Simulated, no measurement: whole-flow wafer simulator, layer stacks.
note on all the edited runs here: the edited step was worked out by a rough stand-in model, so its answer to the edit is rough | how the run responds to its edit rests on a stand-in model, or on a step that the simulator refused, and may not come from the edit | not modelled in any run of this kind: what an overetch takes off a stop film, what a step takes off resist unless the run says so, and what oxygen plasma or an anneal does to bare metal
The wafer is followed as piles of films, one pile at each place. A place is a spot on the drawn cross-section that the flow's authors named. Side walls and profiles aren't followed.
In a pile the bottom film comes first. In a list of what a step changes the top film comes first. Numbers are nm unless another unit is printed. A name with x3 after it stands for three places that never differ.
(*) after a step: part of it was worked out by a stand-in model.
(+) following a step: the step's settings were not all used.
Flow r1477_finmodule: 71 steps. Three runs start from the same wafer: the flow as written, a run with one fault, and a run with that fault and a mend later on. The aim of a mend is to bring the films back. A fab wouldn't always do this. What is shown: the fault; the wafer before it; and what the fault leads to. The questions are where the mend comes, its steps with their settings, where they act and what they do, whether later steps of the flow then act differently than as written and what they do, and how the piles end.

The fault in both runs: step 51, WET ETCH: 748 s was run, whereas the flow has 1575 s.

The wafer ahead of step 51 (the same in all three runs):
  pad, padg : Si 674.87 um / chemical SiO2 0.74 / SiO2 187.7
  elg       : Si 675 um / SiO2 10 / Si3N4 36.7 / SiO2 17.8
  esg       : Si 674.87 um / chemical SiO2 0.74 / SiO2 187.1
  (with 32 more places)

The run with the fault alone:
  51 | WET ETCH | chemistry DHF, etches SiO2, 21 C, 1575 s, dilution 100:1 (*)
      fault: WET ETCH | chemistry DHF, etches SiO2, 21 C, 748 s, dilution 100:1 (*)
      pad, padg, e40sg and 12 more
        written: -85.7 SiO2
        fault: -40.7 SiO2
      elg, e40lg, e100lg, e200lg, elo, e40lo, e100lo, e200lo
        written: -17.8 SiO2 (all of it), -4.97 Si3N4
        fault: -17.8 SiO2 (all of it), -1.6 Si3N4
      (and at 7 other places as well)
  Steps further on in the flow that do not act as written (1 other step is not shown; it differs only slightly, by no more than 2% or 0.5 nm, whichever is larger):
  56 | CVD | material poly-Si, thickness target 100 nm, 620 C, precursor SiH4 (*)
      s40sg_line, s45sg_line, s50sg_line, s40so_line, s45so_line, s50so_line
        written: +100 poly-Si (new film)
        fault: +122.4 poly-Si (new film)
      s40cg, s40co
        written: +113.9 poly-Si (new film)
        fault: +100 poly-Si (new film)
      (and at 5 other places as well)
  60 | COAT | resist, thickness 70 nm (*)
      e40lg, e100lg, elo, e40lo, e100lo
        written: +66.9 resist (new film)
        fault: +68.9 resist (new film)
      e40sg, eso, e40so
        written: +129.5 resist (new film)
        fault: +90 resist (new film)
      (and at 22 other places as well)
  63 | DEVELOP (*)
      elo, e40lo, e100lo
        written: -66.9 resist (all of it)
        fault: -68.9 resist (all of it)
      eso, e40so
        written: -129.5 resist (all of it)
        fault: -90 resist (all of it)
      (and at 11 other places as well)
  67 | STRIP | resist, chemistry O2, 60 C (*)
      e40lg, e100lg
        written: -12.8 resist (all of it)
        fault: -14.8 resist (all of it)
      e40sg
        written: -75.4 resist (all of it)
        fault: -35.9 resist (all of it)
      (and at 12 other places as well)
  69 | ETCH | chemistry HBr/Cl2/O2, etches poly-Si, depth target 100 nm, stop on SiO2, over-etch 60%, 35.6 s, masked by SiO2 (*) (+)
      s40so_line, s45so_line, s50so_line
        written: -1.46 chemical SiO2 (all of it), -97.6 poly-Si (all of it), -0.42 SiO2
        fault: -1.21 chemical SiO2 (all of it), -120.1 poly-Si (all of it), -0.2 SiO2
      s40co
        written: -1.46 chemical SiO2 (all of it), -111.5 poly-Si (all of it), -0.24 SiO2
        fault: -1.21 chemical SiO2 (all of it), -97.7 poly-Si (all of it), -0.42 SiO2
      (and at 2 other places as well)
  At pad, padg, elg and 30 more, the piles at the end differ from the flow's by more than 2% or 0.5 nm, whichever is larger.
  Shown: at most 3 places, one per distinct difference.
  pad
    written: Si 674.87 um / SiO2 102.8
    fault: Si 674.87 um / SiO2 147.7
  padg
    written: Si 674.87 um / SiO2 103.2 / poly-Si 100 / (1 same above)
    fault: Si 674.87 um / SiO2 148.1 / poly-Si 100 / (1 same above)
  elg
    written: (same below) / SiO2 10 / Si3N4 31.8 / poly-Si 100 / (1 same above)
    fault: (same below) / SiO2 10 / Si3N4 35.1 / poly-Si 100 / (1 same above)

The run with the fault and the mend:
  After step 51 comes the mend.
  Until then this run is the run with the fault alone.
  51a | WET ETCH | chemistry DHF, etches SiO2, 21 C, 827 s, dilution 100:1 (*) (the flow's step 51 again, with other settings)
      pad, padg, e40sg and 12 more
        -45 SiO2
      elg, e40lg, e100lg, e200lg, elo, e40lo, e100lo, e200lo
        -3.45 Si3N4
      esg, s40cg, s45cg, s50cg, s40co, s45co, s50co
        -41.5 SiO2
  Every later step of the flow that is run acts as written, at every place that is followed, to within 2% or 0.5 nm, whichever is larger.
  At the end the piles are close to the flow's at the places that both follow, differing by at most 2% or 0.5 nm, whichever is larger.
